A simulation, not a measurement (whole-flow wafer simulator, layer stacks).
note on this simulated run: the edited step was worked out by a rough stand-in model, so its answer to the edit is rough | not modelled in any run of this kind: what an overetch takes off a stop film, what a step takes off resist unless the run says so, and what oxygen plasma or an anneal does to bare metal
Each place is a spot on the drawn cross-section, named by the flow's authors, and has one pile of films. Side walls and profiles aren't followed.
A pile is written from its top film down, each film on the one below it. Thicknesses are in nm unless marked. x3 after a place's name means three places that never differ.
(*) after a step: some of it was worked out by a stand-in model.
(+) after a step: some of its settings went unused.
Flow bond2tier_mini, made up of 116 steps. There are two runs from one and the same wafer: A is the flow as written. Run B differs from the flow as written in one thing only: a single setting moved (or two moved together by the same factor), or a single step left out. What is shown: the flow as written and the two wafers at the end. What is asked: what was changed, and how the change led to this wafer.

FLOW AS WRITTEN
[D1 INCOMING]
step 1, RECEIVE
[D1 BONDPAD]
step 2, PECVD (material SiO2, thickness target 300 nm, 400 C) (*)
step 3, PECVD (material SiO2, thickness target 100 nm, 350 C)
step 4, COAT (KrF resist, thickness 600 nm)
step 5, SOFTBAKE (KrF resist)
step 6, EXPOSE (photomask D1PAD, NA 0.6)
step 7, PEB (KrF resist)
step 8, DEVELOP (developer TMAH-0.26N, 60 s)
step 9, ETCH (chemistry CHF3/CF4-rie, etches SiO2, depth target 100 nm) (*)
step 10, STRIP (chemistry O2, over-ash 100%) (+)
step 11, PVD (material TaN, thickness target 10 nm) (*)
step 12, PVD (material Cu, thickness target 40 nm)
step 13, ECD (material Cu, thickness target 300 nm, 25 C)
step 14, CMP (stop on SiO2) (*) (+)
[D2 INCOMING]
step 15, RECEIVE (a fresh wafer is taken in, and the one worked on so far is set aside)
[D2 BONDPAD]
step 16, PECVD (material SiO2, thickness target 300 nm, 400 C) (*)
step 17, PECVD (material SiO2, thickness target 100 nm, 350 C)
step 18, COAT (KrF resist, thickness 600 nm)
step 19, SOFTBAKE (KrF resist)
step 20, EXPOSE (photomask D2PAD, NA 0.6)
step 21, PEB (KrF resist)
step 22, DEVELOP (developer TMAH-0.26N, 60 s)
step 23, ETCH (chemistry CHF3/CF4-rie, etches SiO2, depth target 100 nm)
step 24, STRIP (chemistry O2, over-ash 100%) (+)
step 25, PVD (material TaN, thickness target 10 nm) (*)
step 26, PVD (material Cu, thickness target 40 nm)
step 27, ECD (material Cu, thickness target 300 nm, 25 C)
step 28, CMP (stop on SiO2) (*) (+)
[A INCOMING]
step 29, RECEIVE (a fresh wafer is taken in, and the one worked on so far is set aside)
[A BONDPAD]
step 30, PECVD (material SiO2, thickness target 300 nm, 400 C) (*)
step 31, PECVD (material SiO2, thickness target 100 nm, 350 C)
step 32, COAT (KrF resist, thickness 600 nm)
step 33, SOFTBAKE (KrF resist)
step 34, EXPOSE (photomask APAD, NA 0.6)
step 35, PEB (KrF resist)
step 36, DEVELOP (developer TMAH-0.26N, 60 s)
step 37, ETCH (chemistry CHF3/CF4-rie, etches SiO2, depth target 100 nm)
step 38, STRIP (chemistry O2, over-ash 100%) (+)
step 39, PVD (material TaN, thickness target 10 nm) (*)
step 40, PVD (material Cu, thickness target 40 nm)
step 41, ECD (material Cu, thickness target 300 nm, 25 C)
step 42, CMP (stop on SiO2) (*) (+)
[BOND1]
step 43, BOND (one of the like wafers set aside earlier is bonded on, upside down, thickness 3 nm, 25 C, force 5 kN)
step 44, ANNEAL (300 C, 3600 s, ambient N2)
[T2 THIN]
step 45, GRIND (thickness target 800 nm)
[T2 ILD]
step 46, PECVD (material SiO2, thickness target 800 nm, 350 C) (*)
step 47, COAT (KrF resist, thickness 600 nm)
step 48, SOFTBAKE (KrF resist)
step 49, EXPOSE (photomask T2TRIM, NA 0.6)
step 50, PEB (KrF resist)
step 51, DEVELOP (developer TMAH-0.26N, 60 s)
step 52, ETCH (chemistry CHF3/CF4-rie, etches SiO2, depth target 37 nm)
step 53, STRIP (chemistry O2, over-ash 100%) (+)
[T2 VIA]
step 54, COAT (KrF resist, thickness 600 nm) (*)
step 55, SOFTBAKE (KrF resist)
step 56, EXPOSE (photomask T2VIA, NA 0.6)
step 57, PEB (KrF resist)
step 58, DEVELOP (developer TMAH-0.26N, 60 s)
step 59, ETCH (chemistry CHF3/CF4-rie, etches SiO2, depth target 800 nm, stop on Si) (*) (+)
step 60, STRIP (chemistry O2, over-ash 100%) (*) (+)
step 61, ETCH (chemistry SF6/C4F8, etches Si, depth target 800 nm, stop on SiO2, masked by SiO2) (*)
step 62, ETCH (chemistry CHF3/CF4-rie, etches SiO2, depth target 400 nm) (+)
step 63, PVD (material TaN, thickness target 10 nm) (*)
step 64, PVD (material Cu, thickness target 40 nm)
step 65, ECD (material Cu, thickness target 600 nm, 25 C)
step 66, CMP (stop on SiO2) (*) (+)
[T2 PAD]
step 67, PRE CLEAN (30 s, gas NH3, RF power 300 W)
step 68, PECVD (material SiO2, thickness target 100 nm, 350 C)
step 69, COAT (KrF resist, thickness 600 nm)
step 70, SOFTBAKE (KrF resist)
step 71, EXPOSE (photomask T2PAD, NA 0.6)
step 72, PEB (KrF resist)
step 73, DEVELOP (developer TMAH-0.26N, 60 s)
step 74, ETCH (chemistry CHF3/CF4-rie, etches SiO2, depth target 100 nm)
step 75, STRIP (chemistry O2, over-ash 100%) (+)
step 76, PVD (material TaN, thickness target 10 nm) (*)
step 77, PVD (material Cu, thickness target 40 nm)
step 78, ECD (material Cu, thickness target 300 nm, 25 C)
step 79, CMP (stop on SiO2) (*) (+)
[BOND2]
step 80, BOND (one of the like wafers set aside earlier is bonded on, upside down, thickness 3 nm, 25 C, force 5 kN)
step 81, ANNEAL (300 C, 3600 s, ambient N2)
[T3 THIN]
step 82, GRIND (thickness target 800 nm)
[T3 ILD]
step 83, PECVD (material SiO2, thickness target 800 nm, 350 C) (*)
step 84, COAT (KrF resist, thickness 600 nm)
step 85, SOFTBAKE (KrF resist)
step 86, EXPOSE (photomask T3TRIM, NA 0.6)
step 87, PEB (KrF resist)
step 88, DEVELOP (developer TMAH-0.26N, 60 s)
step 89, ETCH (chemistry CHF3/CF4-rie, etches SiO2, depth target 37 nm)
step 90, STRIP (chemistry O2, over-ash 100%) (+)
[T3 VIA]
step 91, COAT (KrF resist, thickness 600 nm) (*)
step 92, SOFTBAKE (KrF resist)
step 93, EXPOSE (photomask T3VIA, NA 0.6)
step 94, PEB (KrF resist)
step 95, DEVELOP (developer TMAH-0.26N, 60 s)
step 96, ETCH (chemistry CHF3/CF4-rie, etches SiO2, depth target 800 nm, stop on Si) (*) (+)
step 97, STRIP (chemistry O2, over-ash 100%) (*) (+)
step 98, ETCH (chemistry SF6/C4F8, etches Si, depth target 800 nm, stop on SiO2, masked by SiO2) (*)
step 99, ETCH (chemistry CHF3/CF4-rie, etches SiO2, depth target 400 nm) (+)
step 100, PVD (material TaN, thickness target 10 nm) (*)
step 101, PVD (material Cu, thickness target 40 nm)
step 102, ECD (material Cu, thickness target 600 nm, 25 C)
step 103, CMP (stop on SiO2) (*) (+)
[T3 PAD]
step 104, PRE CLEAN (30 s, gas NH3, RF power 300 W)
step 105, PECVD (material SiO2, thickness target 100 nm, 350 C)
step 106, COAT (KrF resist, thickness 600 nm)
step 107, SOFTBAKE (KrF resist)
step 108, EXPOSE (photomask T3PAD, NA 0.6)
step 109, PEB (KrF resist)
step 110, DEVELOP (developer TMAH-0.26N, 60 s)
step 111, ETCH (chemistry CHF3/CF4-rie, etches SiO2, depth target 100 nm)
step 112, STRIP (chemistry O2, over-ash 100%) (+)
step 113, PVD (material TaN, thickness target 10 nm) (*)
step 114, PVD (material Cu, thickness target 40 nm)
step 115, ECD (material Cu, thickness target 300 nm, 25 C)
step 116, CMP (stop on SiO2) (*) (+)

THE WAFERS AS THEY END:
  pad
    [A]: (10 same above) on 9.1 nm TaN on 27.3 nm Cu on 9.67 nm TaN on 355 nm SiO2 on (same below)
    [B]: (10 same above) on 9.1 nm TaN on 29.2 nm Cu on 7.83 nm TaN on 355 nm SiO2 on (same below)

What caused this: step 63, PVD: thickness target 8.1 nm was run, while the flow as written has thickness target 10 nm.

How this came from the change, step by step:
  step 63, PVD (material TaN, thickness target 10 nm) (*)
      field: A TaN gains 10 (new film) | B TaN gains 8.1 (new film)
      pad: A TaN gains 9.67 (new film) | B TaN gains 7.83 (new film)
  step 66, CMP (stop on SiO2) (*) (+)
      field: A Cu loses 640 (all of it), TaN loses 10 (all of it) | B Cu loses 640 (all of it), TaN loses 8.1 (all of it)
